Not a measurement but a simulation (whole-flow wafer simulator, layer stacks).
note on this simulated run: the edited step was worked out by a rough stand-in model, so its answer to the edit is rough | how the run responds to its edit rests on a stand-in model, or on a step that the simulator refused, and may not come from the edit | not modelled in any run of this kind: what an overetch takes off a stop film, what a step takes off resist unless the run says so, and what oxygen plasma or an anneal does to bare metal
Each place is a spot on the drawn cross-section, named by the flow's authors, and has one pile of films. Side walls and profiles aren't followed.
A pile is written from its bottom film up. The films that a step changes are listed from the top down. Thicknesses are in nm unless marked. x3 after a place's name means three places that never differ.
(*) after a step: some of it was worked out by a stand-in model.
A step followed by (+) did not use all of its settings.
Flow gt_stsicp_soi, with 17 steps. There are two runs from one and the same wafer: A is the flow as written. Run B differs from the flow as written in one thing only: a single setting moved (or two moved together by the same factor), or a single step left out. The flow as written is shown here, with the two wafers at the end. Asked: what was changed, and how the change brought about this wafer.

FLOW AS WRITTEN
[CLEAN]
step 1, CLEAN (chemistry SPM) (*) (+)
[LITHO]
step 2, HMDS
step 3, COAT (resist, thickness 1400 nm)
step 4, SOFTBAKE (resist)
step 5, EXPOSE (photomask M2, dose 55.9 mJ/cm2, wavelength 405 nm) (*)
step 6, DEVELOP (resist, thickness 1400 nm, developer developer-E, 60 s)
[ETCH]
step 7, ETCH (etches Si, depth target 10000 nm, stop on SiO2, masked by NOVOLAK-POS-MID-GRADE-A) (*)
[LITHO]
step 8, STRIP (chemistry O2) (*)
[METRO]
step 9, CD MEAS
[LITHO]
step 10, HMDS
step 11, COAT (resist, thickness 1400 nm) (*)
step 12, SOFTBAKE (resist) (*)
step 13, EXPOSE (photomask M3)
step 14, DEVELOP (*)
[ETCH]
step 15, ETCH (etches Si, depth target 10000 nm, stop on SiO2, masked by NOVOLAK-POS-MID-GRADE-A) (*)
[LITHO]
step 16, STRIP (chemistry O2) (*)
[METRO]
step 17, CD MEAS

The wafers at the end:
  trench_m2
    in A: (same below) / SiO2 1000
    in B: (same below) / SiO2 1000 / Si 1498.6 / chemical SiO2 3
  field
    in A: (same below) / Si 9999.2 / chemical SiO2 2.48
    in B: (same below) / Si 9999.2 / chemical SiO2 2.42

What caused this: step 7, ETCH: depth target 8500 nm was run, while the flow as written has depth target 10000 nm.

Step by step, how the change led to this:
  step 7, ETCH (etches Si, depth target 10000 nm, stop on SiO2, masked by NOVOLAK-POS-MID-GRADE-A) (*)
      trench_m2: A -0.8 chemical SiO2 (all of it), -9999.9 Si (all of it) | B -0.8 chemical SiO2 (all of it), -8500 Si
      field, trench_m3: A -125 resist | B -106.2 resist
  step 8, STRIP (chemistry O2) (*)
      trench_m2: A nothing | B +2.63 chemical SiO2 (new film), -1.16 Si
  step 11, COAT (resist, thickness 1400 nm) (*)
      trench_m2: A +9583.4 resist (new film) | B +8396.8 resist (new film)
  step 12, SOFTBAKE (resist) (*)
      field: A nothing | B +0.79 resist
      trench_m2: A nothing | B +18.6 resist
      (also at 1 further place)
  step 16, STRIP (chemistry O2) (*)
      trench_m2: A -9458.4 resist (all of it) | B -8290.4 resist (all of it), +0.37 chemical SiO2, -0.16 Si
